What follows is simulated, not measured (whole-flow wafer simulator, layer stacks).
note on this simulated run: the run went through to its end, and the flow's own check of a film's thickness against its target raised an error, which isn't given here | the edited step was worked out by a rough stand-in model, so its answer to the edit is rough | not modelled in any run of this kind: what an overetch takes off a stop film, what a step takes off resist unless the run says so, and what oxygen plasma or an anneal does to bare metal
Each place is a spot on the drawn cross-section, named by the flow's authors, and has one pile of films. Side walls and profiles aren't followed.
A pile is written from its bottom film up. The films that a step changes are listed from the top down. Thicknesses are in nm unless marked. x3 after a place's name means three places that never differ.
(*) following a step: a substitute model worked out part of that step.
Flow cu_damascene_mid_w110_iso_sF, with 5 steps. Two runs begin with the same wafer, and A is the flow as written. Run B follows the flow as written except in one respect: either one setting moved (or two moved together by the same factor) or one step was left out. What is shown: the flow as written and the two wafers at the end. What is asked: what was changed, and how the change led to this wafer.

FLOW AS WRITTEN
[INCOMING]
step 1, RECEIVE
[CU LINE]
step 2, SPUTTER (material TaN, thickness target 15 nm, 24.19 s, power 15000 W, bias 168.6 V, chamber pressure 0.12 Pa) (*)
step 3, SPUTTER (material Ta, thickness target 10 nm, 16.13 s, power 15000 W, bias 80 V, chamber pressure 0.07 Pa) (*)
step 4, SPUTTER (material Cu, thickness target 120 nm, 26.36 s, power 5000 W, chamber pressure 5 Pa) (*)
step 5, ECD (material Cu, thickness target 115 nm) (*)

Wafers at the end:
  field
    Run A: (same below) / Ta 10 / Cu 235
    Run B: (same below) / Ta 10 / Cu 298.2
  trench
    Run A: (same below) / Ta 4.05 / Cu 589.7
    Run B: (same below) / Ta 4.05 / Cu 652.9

The reason: step 5, ECD: thickness target 178.2 nm was run, whereas the flow has thickness target 115 nm.

How this came from the change, step by step:
  step 5, ECD (material Cu, thickness target 115 nm) (*)
      field: A +115 Cu | B +178.2 Cu
      trench: A +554 Cu | B +617.2 Cu
